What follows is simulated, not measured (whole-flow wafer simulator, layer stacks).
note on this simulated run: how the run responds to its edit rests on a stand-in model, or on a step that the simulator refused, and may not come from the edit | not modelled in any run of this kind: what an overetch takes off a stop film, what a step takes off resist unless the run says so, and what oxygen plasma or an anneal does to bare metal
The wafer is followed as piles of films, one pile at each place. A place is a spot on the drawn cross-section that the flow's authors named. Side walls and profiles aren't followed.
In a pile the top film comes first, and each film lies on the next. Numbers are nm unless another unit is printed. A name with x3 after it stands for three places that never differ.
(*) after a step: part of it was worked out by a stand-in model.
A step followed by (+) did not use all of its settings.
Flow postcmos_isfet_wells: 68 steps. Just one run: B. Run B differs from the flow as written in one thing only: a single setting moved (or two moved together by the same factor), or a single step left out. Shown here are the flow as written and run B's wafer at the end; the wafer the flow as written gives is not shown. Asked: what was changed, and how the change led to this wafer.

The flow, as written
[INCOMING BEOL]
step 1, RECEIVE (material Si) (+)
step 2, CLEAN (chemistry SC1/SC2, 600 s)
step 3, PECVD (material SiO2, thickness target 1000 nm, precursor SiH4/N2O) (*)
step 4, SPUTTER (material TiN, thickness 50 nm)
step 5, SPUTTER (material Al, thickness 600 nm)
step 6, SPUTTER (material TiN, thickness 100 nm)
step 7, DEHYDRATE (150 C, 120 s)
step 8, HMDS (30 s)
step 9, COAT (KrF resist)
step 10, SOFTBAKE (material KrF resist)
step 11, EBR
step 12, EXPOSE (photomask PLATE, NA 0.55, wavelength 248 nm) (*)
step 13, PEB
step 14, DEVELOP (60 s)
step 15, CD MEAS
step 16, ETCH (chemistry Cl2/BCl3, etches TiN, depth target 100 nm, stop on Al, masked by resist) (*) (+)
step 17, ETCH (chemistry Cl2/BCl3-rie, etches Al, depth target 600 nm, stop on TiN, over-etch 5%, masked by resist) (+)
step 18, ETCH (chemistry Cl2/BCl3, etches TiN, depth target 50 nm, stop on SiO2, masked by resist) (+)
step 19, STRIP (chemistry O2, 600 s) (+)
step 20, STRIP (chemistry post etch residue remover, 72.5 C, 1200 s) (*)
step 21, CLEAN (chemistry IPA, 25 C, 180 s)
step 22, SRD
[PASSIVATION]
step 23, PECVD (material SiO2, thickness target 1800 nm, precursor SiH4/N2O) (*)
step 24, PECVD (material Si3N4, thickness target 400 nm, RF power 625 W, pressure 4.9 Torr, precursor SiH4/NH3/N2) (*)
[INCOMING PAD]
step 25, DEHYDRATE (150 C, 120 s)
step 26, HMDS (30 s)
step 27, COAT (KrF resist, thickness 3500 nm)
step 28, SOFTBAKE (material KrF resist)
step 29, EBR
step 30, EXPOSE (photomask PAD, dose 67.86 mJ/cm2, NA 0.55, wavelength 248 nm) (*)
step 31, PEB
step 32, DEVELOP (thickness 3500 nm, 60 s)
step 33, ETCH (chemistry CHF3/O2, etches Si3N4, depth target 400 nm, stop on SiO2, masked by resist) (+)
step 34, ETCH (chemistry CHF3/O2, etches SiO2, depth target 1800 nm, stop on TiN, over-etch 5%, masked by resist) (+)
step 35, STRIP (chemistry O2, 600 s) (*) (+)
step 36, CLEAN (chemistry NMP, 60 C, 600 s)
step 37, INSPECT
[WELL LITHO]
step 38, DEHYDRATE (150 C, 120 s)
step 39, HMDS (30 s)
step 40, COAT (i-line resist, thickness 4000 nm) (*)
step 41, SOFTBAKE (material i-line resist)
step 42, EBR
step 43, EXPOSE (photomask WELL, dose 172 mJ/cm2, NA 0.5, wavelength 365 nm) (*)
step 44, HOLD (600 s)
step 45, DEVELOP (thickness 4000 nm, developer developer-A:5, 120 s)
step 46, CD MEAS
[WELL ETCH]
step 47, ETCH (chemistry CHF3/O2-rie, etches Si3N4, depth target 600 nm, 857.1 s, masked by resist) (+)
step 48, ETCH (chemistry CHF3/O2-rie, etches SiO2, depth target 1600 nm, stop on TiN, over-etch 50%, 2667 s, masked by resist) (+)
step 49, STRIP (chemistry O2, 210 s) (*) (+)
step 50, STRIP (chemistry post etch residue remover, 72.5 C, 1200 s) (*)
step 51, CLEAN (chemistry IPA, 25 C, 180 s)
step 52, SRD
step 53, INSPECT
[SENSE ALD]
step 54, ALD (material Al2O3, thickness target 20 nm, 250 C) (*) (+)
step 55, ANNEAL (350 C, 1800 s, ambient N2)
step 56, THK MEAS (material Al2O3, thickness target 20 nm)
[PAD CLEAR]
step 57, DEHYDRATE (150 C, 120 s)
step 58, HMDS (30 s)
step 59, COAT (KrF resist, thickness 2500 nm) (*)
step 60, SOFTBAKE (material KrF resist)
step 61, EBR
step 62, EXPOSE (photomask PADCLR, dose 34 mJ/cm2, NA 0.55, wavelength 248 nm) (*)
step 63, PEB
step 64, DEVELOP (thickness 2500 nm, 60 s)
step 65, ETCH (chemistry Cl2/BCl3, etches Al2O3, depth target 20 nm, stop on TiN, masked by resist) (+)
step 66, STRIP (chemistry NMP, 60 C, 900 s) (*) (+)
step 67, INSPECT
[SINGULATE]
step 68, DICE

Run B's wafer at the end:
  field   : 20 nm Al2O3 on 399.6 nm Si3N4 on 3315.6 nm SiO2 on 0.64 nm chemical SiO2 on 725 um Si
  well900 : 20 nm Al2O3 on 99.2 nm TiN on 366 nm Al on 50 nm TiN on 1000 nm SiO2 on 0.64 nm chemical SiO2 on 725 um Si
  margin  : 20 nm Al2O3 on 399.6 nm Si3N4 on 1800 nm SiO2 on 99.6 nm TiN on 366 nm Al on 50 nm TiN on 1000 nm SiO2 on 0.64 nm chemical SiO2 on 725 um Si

Cause: step 5, SPUTTER: thickness 366 nm was run, though the flow has thickness 600 nm.
The wafer lets one read it off: well900 has Al 366, and step 5 as written asks for 600 nm.

Step by step, how the change led to this:
  step 5, SPUTTER (material Al, thickness 600 nm)
      field, margin, well900, well1300 x3, pad_rim, pad_clr, pad_open: Al gains 366 (new film) (as written it would have been: Al gains 600 (new film))
  step 17, ETCH (chemistry Cl2/BCl3-rie, etches Al, depth target 600 nm, stop on TiN, over-etch 5%, masked by resist) (+)
      margin, well900, well1300 x3, pad_rim, pad_clr, pad_open: KrF resist loses 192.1 (as written it would have been: KrF resist loses 300)
      field: Al loses 366 (all of it) (as written it would have been: Al loses 600 (all of it))
  step 19, STRIP (chemistry O2, 600 s) (+)
      margin, well900, well1300 x3, pad_rim, pad_clr, pad_open: KrF resist loses 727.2 (all of it) (as written it would have been: KrF resist loses 619.4 (all of it))
  step 23, PECVD (material SiO2, thickness target 1800 nm, precursor SiH4/N2O) (*)
      field: SiO2 gains 2315.6 (as written it would have been: SiO2 gains 1800 (new film), void gains 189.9 (new film), SiO2 gains 559.7)
